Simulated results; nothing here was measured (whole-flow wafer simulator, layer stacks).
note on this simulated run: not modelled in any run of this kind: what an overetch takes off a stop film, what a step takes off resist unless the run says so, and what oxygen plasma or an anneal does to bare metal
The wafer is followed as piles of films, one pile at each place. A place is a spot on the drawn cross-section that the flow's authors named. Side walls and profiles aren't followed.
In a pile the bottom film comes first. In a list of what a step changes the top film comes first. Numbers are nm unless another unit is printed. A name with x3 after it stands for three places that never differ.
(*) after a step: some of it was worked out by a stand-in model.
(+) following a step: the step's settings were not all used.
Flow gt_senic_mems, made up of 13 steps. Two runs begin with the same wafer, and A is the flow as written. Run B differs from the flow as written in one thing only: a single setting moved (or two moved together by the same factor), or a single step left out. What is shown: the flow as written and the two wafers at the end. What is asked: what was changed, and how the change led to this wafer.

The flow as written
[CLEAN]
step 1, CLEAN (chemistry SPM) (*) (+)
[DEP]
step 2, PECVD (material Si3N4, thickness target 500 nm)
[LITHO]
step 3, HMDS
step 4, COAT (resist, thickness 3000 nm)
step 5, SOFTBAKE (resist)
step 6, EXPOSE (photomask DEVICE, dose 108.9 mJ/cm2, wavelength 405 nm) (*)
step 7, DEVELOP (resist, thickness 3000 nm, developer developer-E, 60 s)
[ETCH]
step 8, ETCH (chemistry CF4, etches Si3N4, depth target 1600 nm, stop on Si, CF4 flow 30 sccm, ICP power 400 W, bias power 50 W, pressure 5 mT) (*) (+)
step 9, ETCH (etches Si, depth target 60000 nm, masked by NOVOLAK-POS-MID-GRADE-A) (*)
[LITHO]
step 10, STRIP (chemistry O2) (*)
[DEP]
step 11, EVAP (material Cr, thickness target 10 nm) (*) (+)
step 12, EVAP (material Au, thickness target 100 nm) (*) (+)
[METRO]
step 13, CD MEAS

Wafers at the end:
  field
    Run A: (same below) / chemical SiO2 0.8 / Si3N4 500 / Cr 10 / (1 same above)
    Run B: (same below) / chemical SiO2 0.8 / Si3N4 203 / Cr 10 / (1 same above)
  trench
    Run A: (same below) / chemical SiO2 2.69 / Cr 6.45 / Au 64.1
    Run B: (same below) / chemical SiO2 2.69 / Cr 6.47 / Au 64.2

Cause: step 2, PECVD: thickness target 203 nm was run, while the flow as written has thickness target 500 nm.
The wafer itself shows it: field has Si3N4 203, and step 2 as written asks for 500 nm.

Step by step, how the change led to this:
  step 2, PECVD (material Si3N4, thickness target 500 nm)
      field, trench: A Si3N4 gains 500 (new film) | B Si3N4 gains 203 (new film)
  step 8, ETCH (chemistry CF4, etches Si3N4, depth target 1600 nm, stop on Si, CF4 flow 30 sccm, ICP power 400 W, bias power 50 W, pressure 5 mT) (*) (+)
      field: A resist loses 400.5 | B resist loses 202.5
      trench: A Si3N4 loses 500 (all of it), chemical SiO2 loses 0.8 (all of it) | B Si3N4 loses 203 (all of it), chemical SiO2 loses 0.8 (all of it)
  step 10, STRIP (chemistry O2) (*)
      field: A resist loses 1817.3 (all of it) | B resist loses 2015.3 (all of it)
